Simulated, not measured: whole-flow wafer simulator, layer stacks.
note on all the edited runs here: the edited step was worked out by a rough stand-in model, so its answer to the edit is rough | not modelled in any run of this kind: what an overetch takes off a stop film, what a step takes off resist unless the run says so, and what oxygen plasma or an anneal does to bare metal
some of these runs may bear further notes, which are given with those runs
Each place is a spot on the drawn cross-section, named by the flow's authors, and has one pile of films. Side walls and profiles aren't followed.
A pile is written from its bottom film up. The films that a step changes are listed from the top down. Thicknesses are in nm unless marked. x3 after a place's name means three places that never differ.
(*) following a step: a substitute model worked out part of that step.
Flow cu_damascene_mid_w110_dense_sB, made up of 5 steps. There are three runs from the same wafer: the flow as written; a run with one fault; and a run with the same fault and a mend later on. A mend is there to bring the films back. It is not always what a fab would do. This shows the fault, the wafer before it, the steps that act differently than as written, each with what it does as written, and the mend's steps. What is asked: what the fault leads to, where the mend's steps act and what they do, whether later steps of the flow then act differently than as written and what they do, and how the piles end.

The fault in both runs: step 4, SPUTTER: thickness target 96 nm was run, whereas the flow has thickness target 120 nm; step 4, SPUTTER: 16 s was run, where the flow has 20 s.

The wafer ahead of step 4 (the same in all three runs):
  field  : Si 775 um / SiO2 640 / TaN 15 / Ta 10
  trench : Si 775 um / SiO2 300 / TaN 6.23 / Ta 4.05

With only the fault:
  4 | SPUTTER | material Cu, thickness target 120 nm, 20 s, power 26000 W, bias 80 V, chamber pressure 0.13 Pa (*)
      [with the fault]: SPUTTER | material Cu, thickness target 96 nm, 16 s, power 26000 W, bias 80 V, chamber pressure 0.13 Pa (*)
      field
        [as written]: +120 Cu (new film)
        [with the fault]: +96 Cu (new film)
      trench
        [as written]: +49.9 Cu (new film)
        [with the fault]: +39.9 Cu (new film)
  Later steps of the flow acting differently than as written:
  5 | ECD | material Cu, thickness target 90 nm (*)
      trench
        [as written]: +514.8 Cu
        [with the fault]: +500.8 Cu
  By the end, the piles at field, trench depart from the flow's by more than 2% or 0.5 nm, whichever is larger.
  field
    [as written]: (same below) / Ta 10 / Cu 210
    [with the fault]: (same below) / Ta 10 / Cu 186
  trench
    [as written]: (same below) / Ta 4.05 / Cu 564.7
    [with the fault]: (same below) / Ta 4.05 / Cu 540.7

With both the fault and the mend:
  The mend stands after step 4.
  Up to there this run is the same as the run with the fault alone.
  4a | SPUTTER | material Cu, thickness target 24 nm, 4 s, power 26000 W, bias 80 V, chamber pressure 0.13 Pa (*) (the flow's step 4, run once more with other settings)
      field
        +24 Cu
      trench
        +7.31 Cu
  Later steps of the flow that are run all act as written at every place that is followed, up to a difference of at most 2% or 0.5 nm, whichever is larger.
  The piles end the same as the flow's at every place that both follow.
